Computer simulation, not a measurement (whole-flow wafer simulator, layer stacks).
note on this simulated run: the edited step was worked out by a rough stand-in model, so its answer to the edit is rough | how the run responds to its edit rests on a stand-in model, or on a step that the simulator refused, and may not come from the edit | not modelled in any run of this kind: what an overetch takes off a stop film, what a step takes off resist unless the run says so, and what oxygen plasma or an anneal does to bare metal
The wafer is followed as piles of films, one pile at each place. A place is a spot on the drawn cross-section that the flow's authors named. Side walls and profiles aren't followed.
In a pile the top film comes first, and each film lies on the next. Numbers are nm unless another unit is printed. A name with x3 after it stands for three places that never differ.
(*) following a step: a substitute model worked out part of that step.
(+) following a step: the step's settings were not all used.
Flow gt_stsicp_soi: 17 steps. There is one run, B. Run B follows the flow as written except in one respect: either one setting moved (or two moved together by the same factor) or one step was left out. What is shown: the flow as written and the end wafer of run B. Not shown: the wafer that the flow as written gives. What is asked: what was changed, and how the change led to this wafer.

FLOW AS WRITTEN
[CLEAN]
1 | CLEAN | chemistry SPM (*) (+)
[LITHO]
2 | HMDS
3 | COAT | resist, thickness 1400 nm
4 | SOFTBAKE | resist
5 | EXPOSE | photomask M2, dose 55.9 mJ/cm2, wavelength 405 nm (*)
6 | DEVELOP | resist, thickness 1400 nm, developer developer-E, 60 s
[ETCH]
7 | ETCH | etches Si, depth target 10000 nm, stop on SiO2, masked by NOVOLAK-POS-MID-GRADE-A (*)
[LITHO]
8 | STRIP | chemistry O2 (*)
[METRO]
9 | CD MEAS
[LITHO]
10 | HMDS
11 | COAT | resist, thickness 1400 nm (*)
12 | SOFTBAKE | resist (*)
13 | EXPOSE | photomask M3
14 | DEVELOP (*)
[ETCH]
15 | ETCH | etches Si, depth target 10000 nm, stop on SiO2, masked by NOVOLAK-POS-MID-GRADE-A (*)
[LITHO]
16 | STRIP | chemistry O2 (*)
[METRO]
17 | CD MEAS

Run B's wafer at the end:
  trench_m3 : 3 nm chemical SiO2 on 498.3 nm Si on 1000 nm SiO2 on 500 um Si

Cause: step 15, ETCH: depth target 9500 nm was run, though the flow has depth target 10000 nm.

How this came from the change, step by step:
  15 | ETCH | etches Si, depth target 10000 nm, stop on SiO2, masked by NOVOLAK-POS-MID-GRADE-A (*)
      trench_m3: -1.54 chemical SiO2 (all of it), -9500 Si (in the flow as written it would be: -1.54 chemical SiO2 (all of it), -9999.6 Si (all of it))
      field, trench_m2: -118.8 resist (in the flow as written it would be: -125 resist)
  16 | STRIP | chemistry O2 (*)
      trench_m3: +3 chemical SiO2 (new film), -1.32 Si (in the flow as written it would be: nothing)
